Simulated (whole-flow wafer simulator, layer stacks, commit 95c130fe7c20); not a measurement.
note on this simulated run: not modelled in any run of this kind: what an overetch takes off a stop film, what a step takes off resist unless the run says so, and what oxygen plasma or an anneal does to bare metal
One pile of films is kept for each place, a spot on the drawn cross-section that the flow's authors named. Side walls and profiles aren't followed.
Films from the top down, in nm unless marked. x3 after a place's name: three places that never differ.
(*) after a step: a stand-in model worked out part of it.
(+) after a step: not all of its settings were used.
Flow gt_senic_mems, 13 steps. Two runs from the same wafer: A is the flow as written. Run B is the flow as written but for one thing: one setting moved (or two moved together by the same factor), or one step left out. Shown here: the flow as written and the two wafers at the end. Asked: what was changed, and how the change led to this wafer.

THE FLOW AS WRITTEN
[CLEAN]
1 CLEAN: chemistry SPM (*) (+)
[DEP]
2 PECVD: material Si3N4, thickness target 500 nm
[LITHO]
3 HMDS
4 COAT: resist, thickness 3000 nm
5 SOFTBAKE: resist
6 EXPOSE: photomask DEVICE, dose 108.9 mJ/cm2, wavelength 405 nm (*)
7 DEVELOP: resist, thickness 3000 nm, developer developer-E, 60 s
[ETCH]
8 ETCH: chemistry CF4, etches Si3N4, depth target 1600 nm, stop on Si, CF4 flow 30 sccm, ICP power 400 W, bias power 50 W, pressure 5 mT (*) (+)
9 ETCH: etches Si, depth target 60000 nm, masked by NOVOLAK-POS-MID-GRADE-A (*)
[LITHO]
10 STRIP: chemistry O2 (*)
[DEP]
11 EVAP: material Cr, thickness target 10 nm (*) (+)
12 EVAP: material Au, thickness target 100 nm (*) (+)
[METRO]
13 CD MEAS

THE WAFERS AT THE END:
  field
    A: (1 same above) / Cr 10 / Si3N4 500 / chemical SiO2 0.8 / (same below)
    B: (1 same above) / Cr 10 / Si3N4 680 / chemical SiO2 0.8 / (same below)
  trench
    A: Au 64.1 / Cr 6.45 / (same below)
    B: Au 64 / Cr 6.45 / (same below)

The cause: step 2, PECVD: thickness target 680 nm was run, where the flow has thickness target 500 nm.
It can be read off the wafer: field has Si3N4 680, and step 2 as written asks for 500 nm.

How the change led to this, step by step:
  2 PECVD: material Si3N4, thickness target 500 nm
      field, trench: A Si3N4 +500 (new film) | B Si3N4 +680 (new film)
  8 ETCH: chemistry CF4, etches Si3N4, depth target 1600 nm, stop on Si, CF4 flow 30 sccm, ICP power 400 W, bias power 50 W, pressure 5 mT (*) (+)
      field: A resist -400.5 | B resist -520.5
      trench: A Si3N4 -500 (all of it), chemical SiO2 -0.8 (all of it) | B Si3N4 -680 (all of it), chemical SiO2 -0.8 (all of it)
  10 STRIP: chemistry O2 (*)
      field: A resist -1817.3 (all of it) | B resist -1697.3 (all of it)
